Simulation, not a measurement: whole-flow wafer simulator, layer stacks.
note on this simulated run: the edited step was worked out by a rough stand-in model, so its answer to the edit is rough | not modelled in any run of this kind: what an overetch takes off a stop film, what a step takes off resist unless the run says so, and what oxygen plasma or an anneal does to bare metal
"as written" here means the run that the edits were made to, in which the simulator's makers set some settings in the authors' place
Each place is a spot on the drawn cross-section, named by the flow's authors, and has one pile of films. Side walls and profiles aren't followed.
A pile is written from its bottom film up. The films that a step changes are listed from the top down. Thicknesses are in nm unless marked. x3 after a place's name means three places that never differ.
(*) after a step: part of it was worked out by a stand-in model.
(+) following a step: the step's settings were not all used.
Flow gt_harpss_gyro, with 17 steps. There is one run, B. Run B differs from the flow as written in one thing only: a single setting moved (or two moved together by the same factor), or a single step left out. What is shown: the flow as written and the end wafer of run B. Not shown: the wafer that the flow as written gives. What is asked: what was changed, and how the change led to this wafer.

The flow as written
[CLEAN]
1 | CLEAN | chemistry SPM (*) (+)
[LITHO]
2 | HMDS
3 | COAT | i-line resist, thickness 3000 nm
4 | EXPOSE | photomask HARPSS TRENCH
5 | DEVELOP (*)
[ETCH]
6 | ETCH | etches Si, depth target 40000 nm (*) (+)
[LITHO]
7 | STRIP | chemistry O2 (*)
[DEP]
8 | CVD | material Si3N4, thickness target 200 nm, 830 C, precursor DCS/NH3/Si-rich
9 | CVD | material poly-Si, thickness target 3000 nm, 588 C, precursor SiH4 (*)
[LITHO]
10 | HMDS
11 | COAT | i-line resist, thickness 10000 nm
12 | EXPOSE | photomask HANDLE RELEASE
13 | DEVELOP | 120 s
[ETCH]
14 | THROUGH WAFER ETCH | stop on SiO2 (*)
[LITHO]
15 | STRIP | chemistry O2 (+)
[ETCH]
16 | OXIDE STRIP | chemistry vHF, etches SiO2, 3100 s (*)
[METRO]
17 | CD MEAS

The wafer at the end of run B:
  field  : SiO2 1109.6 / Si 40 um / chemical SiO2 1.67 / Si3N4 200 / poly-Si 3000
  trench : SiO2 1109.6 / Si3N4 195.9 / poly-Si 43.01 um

The reason: step 16, OXIDE STRIP: 1150 s was run, though the flow has 3100 s.

How this came from the change, step by step:
  16 | OXIDE STRIP | chemistry vHF, etches SiO2, 3100 s (*)
      field: under 4 films: -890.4 SiO2 (it would be, as written: under 4 films: -2000 SiO2 (all of it))
      trench: under 2 films: -890.4 SiO2 (it would be, as written: under 2 films: -2000 SiO2 (all of it))
